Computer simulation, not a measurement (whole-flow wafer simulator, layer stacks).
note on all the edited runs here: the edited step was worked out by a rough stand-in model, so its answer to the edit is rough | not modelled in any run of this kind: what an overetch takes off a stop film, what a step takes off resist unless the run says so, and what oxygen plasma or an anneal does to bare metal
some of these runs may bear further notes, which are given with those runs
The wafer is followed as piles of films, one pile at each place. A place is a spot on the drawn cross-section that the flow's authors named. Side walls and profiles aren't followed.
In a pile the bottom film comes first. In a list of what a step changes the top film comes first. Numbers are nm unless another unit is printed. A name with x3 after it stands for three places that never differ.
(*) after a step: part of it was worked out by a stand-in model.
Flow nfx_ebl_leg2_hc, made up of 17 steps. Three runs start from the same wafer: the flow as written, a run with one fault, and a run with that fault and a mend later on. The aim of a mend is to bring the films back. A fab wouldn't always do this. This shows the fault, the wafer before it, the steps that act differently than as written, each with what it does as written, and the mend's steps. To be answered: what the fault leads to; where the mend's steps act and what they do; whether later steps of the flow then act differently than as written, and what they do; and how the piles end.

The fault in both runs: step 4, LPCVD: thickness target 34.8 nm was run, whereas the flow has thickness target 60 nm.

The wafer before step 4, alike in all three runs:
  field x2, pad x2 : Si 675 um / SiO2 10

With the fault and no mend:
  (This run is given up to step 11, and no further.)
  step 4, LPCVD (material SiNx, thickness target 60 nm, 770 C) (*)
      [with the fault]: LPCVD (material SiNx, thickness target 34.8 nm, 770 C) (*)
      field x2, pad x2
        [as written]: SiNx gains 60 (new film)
        [with the fault]: SiNx gains 34.8 (new film)
  Later steps of the flow up to step 11 that are run all act as written at every place that is followed.
  Once step 11 is done, the piles at field x2, pad x2 depart from the flow's by more than 2% or 0.5 nm, whichever is larger.
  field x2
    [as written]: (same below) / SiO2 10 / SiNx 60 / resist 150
    [with the fault]: (same below) / SiO2 10 / SiNx 34.8 / resist 150
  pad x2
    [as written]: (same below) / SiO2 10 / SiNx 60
    [with the fault]: (same below) / SiO2 10 / SiNx 34.8

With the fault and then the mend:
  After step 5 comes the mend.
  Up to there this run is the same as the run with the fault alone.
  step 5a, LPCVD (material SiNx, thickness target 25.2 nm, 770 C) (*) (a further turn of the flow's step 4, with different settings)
      field x2, pad x2
        SiNx gains 25.2
  Later steps of the flow that are run all act as written at every place that is followed.
  The piles end the same as the flow's at every place that both follow.
